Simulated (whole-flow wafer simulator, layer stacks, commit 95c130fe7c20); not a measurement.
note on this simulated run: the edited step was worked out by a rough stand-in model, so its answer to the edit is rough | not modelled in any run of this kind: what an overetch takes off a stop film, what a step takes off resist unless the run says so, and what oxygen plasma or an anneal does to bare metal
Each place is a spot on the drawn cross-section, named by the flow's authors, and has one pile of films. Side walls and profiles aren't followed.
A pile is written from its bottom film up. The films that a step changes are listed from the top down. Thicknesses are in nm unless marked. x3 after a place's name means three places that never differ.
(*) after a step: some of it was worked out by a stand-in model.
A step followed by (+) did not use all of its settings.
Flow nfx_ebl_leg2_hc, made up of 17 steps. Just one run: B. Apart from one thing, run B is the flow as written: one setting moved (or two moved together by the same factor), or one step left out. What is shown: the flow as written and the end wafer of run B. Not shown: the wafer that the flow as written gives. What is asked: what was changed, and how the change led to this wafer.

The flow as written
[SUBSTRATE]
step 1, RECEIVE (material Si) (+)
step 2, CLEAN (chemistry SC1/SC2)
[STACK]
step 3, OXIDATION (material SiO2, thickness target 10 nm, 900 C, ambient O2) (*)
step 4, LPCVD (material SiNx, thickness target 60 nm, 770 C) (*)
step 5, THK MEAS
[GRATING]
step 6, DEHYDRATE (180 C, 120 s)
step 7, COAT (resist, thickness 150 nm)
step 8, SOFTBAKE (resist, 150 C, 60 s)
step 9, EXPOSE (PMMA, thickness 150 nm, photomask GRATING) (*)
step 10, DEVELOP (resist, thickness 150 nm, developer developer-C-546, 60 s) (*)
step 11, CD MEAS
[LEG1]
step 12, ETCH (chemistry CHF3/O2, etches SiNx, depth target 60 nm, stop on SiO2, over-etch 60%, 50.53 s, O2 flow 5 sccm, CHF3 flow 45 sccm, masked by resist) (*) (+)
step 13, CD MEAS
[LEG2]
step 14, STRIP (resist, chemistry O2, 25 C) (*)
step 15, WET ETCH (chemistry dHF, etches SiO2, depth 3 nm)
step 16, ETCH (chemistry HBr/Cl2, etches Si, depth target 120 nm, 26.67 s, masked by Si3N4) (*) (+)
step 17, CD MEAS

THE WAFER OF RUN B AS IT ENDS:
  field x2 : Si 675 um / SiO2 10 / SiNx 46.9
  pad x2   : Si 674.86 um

What caused this: step 16, ETCH: depth target 138 nm was run, while the flow as written has depth target 120 nm; step 16, ETCH: 30.67 s was run, where the flow has 26.67 s.

Step by step, how the change led to this:
  step 16, ETCH (chemistry HBr/Cl2, etches Si, depth target 120 nm, 26.67 s, masked by Si3N4) (*) (+)
      field x2: SiNx loses 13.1 (in the flow as written it would be: SiNx loses 11.4)
      pad x2: Si loses 138 (in the flow as written it would be: Si loses 120)
